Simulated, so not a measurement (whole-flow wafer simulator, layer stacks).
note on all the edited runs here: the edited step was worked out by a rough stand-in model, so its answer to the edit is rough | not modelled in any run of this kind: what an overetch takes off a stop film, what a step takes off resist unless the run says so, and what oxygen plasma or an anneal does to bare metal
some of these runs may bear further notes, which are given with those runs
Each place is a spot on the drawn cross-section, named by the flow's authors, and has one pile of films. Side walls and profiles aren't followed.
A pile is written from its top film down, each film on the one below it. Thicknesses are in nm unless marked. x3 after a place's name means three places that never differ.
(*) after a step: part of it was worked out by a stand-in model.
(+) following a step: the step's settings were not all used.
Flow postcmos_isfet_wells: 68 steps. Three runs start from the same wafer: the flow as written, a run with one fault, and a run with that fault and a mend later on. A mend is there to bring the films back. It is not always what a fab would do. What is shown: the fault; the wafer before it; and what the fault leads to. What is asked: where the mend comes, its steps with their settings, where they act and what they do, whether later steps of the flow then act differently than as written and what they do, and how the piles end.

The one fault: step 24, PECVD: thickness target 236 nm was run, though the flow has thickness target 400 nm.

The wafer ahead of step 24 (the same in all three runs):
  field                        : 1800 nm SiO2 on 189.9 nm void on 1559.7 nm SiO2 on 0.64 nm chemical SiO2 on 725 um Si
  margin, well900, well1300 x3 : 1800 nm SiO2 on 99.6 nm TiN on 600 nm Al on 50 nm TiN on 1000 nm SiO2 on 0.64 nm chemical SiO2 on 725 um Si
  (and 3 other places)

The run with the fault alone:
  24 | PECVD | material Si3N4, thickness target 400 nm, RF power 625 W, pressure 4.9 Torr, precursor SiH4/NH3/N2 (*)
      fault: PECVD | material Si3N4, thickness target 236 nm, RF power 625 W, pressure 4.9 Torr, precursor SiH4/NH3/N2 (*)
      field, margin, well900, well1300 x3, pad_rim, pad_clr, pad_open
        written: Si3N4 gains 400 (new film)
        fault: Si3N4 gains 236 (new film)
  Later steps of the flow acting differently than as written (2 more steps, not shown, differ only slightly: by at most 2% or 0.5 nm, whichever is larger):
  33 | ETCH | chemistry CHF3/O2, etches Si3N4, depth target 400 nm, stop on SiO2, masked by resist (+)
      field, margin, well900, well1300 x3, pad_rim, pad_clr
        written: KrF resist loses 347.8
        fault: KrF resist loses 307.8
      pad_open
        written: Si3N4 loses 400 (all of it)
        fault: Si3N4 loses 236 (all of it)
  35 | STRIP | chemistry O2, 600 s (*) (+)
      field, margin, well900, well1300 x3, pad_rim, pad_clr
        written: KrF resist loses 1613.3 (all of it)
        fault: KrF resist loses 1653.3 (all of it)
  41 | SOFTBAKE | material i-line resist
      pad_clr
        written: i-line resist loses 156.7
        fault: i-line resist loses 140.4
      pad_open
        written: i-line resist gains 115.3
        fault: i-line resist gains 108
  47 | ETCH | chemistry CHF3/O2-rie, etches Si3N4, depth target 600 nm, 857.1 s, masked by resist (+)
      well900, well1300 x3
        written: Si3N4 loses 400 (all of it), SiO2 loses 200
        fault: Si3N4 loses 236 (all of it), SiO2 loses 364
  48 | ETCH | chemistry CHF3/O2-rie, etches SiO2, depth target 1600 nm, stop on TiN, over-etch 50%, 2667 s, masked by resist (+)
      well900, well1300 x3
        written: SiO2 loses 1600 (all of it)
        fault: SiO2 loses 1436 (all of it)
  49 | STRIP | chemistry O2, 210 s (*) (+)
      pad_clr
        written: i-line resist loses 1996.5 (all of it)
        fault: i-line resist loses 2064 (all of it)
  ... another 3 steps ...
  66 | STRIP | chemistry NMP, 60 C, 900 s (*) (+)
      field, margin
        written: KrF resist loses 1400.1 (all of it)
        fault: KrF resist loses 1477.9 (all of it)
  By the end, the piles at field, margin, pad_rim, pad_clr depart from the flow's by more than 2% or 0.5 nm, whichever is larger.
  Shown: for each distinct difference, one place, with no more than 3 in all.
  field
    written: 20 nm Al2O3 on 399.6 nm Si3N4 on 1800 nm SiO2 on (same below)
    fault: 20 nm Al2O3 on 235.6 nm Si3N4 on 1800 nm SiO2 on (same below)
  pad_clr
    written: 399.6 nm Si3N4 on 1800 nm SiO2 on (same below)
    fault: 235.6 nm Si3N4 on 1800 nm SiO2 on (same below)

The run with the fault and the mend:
  After step 32 comes the mend.
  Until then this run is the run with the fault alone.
  32a | STRIP | chemistry O2, 600 s (*) (+)
      field, margin, well900, well1300 x3, pad_rim, pad_clr
        KrF resist loses 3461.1 (all of it)
  32b | PECVD | material Si3N4, thickness target 164 nm, RF power 625 W, pressure 4.9 Torr, precursor SiH4/NH3/N2 (*) (a further turn of the flow's step 24, with different settings)
      field, margin, well900, well1300 x3, pad_rim, pad_clr, pad_open
        Si3N4 gains 164
  32c | HMDS | 30 s (a further turn of the flow's step 26)
      leaves every film unchanged at each place that is followed
  32d | COAT | KrF resist, thickness 3500 nm (a further turn of the flow's step 27)
      field, margin, well900, well1300 x3, pad_rim, pad_clr, pad_open
        KrF resist gains 3500 (new film)
  32e | SOFTBAKE | material KrF resist (a further turn of the flow's step 28)
      leaves every film unchanged at each place that is followed
  32f | EBR (a further turn of the flow's step 29)
      leaves every film unchanged at each place that is followed
  32g | EXPOSE | photomask PAD, dose 67.86 mJ/cm2, NA 0.55, wavelength 248 nm (*) (a further turn of the flow's step 30)
      leaves every film unchanged at each place that is followed
  32h | PEB (a further turn of the flow's step 31)
      field, margin, well900, well1300 x3, pad_rim, pad_clr, pad_open
        KrF resist loses 25.1
  32i | DEVELOP | thickness 3500 nm, 60 s (a further turn of the flow's step 32)
      field, margin, well900, well1300 x3, pad_rim, pad_clr
        KrF resist loses 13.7
      pad_open
        KrF resist loses 3474.9 (all of it)
  Every later step of the flow that is run acts as written at every place that is followed.
  By the end, the piles equal the flow's at every place that both follow.
